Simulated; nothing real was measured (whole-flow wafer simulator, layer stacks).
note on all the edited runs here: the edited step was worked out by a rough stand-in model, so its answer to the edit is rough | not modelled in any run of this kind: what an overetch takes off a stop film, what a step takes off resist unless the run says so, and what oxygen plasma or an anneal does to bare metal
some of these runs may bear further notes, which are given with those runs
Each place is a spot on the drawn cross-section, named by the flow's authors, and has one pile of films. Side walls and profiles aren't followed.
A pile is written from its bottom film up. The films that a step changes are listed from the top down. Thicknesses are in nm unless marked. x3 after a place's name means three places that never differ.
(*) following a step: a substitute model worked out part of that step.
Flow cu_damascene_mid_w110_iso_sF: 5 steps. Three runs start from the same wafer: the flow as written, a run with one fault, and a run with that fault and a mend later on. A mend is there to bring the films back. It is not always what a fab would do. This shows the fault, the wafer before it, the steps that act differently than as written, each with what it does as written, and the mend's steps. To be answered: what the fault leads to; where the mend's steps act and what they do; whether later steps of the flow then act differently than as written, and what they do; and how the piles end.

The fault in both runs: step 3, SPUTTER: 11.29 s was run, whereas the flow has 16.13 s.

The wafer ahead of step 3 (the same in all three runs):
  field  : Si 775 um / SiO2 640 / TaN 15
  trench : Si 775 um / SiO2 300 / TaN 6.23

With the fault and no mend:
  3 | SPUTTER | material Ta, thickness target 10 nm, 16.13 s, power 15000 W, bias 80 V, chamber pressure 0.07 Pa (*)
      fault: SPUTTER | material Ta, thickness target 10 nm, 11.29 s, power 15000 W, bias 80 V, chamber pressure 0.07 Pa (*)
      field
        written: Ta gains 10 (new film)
        fault: Ta gains 7 (new film)
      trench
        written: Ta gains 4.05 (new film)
        fault: Ta gains 2.83 (new film)
  Later steps of the flow that are run all act as written at every place that is followed, up to a difference of at most 2% or 0.5 nm, whichever is larger.
  By the end, the piles at field, trench depart from the flow's by more than 2% or 0.5 nm, whichever is larger.
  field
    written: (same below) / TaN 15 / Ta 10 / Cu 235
    fault: (same below) / TaN 15 / Ta 7 / Cu 235
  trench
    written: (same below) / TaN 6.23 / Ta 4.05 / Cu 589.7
    fault: (same below) / TaN 6.23 / Ta 2.83 / Cu 587.9

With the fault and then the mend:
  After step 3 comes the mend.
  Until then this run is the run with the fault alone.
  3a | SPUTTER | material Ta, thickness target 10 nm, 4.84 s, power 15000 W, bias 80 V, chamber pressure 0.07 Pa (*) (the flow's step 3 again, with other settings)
      field
        Ta gains 3
      trench
        Ta gains 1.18
  Later steps of the flow that are run all act as written at every place that is followed, up to a difference of at most 2% or 0.5 nm, whichever is larger.
  The piles end only slightly different from the flow's at the places that both follow, by no more than 2% or 0.5 nm, whichever is larger.
